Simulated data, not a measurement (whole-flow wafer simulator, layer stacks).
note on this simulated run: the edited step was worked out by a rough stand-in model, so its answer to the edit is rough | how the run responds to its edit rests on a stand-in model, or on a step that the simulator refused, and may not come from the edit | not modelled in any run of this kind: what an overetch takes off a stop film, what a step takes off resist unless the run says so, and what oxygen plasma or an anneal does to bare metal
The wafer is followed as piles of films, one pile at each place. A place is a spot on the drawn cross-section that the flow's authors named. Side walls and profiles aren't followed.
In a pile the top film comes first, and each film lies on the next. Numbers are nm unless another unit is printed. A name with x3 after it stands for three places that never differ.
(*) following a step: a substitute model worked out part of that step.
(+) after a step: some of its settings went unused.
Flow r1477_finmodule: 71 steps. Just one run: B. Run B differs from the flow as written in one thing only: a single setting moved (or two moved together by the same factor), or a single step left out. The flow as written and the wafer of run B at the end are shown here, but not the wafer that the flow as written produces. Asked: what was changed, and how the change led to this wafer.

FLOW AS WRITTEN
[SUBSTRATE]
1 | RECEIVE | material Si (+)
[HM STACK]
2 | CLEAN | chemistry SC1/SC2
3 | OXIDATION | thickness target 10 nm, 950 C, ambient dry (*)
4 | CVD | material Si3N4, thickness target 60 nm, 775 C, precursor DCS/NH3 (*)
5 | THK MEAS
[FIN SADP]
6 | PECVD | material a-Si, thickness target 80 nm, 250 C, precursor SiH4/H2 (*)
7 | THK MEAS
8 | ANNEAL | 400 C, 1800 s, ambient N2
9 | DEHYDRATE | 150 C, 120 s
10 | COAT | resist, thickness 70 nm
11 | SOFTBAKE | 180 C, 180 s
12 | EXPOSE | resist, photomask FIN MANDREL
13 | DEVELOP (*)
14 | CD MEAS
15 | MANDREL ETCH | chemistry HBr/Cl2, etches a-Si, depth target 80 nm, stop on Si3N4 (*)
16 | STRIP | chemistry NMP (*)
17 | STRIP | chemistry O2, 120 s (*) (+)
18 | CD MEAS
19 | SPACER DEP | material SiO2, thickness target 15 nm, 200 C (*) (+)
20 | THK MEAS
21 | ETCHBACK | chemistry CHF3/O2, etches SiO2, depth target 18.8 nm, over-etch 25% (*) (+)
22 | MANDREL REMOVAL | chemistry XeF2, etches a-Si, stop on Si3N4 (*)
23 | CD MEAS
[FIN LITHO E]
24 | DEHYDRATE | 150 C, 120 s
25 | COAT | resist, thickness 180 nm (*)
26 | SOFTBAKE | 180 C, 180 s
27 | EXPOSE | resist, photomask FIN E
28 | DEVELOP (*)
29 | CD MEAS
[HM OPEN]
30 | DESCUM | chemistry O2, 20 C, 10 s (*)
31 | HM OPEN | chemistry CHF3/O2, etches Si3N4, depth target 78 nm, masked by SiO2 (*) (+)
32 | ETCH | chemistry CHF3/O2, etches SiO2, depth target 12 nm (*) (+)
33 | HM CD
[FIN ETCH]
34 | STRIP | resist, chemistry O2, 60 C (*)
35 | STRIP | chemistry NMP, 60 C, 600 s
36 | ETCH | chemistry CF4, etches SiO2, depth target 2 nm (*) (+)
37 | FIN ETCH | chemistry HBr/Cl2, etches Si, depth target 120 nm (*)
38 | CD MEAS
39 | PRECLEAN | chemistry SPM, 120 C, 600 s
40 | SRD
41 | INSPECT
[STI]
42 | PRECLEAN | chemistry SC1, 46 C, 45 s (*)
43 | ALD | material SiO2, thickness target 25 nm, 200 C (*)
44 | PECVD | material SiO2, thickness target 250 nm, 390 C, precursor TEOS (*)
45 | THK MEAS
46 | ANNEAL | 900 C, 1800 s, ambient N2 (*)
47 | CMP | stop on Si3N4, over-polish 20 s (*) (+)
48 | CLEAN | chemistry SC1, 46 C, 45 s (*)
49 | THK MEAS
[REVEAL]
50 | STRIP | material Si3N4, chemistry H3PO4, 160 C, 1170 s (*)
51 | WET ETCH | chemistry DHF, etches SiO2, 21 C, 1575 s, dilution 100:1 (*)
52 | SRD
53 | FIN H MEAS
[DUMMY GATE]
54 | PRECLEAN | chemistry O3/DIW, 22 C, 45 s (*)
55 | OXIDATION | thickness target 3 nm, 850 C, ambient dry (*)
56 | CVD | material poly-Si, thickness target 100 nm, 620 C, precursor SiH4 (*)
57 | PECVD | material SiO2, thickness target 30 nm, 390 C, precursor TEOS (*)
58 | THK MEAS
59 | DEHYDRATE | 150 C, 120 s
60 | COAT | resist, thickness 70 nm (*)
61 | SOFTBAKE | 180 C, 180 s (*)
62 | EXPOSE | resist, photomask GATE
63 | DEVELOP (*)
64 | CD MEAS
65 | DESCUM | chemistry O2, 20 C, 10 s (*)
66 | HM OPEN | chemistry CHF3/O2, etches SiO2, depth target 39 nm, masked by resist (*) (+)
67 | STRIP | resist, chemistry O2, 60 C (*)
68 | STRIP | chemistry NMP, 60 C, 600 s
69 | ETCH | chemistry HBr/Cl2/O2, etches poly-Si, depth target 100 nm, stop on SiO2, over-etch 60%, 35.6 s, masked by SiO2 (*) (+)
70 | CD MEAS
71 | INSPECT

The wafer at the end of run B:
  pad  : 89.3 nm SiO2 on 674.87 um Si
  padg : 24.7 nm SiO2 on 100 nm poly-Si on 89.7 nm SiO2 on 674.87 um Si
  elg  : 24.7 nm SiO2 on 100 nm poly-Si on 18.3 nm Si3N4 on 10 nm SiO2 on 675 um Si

What caused this: step 4, CVD: thickness target 46.5 nm was run, whereas the flow has thickness target 60 nm.

The path from the change to this, step by step:
  4 | CVD | material Si3N4, thickness target 60 nm, 775 C, precursor DCS/NH3 (*)
      pad, padg, elg and 33 more: Si3N4 gains 46.5 (new film) (as written it would have been: Si3N4 gains 60 (new film))
  31 | HM OPEN | chemistry CHF3/O2, etches Si3N4, depth target 78 nm, masked by SiO2 (*) (+)
      pad, padg, esg and 13 more: Si3N4 loses 42.9 (all of it), SiO2 loses 10 (all of it) (as written it would have been: Si3N4 loses 56.4 (all of it), SiO2 loses 10 (all of it))
      elg, e40lg, e100lg, e200lg, elo, e40lo, e100lo, e200lo: resist loses 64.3 (as written it would have been: resist loses 78)
      (also at 12 further places)
  34 | STRIP | resist, chemistry O2, 60 C (*)
      elg, e40lg, e100lg, e200lg, elo, e40lo, e100lo, e200lo: resist loses 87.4 (all of it) (as written it would have been: resist loses 73.8 (all of it))
  43 | ALD | material SiO2, thickness target 25 nm, 200 C (*)
      s40cg, s45cg, s50cg, s40co, s45co, s50co: SiO2 gains 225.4 (new film) (as written it would have been: SiO2 gains 232.1 (new film))
      esg: SiO2 gains 180.7 (new film) (as written it would have been: SiO2 gains 194.3 (new film))
  47 | CMP | stop on Si3N4, over-polish 20 s (*) (+)
      pad, padg, e40sg and 11 more: SiO2 loses 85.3 (as written it would have been: SiO2 loses 71.8)
      s40cg, s45cg, s50cg, s40co, s45co, s50co: SiO2 loses 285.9 (as written it would have been: SiO2 loses 279)
      (also at 7 further places)
  50 | STRIP | material Si3N4, chemistry H3PO4, 160 C, 1170 s (*)
      s40sg_line, s45sg_line, s50sg_line, s40so_line, s45so_line, s50so_line: Si3N4 loses 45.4 (all of it), SiO2 loses 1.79 (as written it would have been: Si3N4 loses 58.9 (all of it), SiO2 loses 1.37)
  56 | CVD | material poly-Si, thickness target 100 nm, 620 C, precursor SiH4 (*)
      s40cg, s40co: poly-Si gains 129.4 (new film) (as written it would have been: poly-Si gains 113.9 (new film))
      s45cg, s45co: poly-Si gains 129.4 (new film) (as written it would have been: poly-Si gains 113.4 (new film))
      (also at 2 further places)
  60 | COAT | resist, thickness 70 nm (*)
      s40cg, s40co: resist gains 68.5 (new film) (as written it would have been: resist gains 70.6 (new film))
      s40sg, s40so: resist gains 104.5 (new film) (as written it would have been: resist gains 91 (new film))
      (also at 8 further places)
  63 | DEVELOP (*)
      s40co: resist loses 68.5 (all of it) (as written it would have been: resist loses 70.6 (all of it))
      s40so: resist loses 104.5 (all of it) (as written it would have been: resist loses 91 (all of it))
      (also at 4 further places)
  67 | STRIP | resist, chemistry O2, 60 C (*)
      s40cg: resist loses 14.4 (all of it) (as written it would have been: resist loses 16.5 (all of it))
      s40sg: resist loses 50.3 (all of it) (as written it would have been: resist loses 36.9 (all of it))
      (also at 4 further places)
  69 | ETCH | chemistry HBr/Cl2/O2, etches poly-Si, depth target 100 nm, stop on SiO2, over-etch 60%, 35.6 s, masked by SiO2 (*) (+)
      s40co: chemical SiO2 loses 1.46 (all of it), poly-Si loses 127 (all of it), SiO2 loses 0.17 (as written it would have been: chemical SiO2 loses 1.46 (all of it), poly-Si loses 111.5 (all of it), SiO2 loses 0.24)
      s45co: chemical SiO2 loses 1.46 (all of it), poly-Si loses 127 (all of it), SiO2 loses 0.17 (as written it would have been: chemical SiO2 loses 1.46 (all of it), poly-Si loses 110.9 (all of it), SiO2 loses 0.25)
      (also at 1 further place)
